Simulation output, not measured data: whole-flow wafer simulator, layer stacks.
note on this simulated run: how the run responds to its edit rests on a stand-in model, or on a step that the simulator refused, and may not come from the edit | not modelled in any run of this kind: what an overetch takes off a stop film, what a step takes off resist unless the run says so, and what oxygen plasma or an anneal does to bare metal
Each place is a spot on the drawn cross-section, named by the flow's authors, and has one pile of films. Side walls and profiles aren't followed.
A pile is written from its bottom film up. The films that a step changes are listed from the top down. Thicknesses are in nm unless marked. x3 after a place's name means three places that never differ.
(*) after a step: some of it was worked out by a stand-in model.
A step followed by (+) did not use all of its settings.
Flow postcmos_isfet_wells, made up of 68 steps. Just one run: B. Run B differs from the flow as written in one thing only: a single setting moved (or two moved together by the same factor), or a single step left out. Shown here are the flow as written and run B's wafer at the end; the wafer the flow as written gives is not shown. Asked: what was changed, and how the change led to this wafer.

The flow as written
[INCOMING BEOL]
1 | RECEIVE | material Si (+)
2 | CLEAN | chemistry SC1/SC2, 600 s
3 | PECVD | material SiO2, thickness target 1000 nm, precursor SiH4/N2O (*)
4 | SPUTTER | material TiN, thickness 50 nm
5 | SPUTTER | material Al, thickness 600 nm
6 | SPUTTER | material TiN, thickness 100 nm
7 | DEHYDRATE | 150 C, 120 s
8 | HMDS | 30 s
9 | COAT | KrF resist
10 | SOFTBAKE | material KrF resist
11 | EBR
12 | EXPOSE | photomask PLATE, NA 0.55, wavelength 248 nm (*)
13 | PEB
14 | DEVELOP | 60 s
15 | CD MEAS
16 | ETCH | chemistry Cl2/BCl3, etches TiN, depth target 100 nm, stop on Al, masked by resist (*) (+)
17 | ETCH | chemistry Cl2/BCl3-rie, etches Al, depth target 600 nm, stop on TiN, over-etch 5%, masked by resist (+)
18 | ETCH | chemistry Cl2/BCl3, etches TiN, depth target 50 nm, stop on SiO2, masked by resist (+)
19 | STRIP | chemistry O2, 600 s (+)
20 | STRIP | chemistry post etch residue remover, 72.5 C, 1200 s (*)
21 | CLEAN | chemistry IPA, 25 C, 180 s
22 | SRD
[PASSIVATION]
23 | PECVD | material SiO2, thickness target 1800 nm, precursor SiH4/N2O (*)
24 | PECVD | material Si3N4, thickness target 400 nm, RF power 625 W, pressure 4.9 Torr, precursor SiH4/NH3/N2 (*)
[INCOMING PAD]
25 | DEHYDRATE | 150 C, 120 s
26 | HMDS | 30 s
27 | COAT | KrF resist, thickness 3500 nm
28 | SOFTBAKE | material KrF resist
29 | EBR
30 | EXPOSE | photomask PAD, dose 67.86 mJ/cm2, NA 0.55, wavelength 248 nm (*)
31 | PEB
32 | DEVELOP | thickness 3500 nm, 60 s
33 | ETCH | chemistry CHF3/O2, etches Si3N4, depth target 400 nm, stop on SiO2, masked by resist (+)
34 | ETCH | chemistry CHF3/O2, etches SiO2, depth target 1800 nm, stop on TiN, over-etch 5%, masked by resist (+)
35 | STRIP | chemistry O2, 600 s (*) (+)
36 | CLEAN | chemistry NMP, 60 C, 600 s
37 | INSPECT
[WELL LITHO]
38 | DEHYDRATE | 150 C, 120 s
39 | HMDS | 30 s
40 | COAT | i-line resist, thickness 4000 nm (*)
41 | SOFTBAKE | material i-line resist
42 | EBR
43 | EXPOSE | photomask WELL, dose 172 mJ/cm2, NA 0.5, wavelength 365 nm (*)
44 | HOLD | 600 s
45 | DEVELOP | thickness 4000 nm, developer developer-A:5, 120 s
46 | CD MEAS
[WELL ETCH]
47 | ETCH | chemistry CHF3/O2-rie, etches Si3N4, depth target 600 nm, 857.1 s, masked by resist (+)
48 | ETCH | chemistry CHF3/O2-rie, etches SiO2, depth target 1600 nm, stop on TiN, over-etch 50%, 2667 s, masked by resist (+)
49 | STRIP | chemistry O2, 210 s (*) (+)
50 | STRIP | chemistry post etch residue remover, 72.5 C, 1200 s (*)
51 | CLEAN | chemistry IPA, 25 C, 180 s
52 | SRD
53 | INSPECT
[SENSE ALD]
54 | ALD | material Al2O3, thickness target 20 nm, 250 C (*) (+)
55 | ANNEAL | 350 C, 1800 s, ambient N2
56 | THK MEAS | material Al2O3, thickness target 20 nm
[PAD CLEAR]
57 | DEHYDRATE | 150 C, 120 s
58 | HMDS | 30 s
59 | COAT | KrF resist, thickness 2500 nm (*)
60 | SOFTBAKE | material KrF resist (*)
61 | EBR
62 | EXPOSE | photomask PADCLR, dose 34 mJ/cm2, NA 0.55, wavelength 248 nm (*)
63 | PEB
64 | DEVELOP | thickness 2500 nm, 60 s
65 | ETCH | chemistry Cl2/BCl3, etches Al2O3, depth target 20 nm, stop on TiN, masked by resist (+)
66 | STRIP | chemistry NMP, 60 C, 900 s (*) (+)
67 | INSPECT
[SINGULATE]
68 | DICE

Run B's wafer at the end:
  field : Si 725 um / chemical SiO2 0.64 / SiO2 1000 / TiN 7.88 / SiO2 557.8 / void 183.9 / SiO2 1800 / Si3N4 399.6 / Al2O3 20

Cause: step 18, ETCH: depth target 41.7 nm was run, whereas the flow has depth target 50 nm.

How this came from the change, step by step:
  18 | ETCH | chemistry Cl2/BCl3, etches TiN, depth target 50 nm, stop on SiO2, masked by resist (+)
      field: -41.7 TiN (as written it would have been: -50 TiN (all of it))
      margin, well900, well1300, well2000, well3000, pad_rim, pad_clr, pad_open: -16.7 KrF resist (as written it would have been: -20 KrF resist)
  23 | PECVD | material SiO2, thickness target 1800 nm, precursor SiH4/N2O (*)
      field: +1800 SiO2 (new film), +183.9 void (new film), +557.8 SiO2 (new film) (as written it would have been: +1800 SiO2 (new film), +189.9 void (new film), +559.7 SiO2)
Taking metal films that touch as one body, field has 1 body; the flow as written gives 0 bodies.
